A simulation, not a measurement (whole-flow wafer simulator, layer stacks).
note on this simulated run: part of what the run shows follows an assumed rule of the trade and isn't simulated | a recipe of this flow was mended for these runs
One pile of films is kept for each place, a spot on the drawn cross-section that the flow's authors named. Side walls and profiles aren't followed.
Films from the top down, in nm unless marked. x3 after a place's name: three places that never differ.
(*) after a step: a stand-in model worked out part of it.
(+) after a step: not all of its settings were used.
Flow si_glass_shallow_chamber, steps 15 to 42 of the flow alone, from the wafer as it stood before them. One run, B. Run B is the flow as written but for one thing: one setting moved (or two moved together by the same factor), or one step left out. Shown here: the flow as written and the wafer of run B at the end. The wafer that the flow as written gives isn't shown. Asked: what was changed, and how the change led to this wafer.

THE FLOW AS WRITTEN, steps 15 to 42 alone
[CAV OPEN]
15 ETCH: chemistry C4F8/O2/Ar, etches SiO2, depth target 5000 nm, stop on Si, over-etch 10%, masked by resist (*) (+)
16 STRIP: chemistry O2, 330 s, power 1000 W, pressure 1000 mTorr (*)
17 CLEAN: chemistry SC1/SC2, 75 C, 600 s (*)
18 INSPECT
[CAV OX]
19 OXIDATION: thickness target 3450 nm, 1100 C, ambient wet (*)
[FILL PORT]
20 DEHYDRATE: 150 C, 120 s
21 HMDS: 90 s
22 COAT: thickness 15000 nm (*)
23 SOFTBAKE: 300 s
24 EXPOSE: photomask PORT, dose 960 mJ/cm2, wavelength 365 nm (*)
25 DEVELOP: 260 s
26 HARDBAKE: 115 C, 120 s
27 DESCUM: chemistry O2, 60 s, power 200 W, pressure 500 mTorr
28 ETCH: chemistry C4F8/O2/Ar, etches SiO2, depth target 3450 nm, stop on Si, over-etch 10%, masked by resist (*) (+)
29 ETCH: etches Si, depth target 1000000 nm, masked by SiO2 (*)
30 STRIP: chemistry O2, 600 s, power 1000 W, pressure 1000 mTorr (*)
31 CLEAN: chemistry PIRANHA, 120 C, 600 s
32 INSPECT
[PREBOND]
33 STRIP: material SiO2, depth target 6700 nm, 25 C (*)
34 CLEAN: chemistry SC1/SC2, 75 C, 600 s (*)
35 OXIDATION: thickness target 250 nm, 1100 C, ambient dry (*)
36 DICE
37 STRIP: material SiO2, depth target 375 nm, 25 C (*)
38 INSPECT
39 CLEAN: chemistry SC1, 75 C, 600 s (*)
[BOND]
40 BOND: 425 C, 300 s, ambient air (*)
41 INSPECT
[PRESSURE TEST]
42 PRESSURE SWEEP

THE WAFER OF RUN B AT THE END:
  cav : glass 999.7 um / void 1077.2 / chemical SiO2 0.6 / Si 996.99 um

The cause: step 15, ETCH: over-etch 7% was run, where the flow has over-etch 10%.

How the change led to this, step by step:
  15 ETCH: chemistry C4F8/O2/Ar, etches SiO2, depth target 5000 nm, stop on Si, over-etch 10%, masked by resist (*) (+)
      rim, ramp, septum, ring: thick-i-line-resist -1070 (as written it would be: thick-i-line-resist -1100)
      cav, port: SiO2 -5000 (all of it), Si -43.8 (as written it would be: SiO2 -5000 (all of it), Si -62.5)
  22 COAT: thickness 15000 nm (*)
      rim: thick-i-line-resist +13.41 um (new film) (as written it would be: thick-i-line-resist +13.4 um (new film))
      ramp: thick-i-line-resist +12.9 um (new film) (as written it would be: thick-i-line-resist +12.89 um (new film))
      (and at 1 more place)
  25 DEVELOP: 260 s
      port: thick-i-line-resist -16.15 um (all of it) (as written it would be: thick-i-line-resist -16.16 um (all of it))
  29 ETCH: etches Si, depth target 1000000 nm, masked by SiO2 (*)
      rim, ramp: thick-i-line-resist -11.49 um (all of it), SiO2 -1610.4 (as written it would be: thick-i-line-resist -11.47 um (all of it), SiO2 -1617.3)
      port: hole +997.07 um (new film), Si -997.07 um (all of it) (as written it would be: hole +997.05 um (new film), Si -997.05 um (all of it))
      (and at 1 more place)
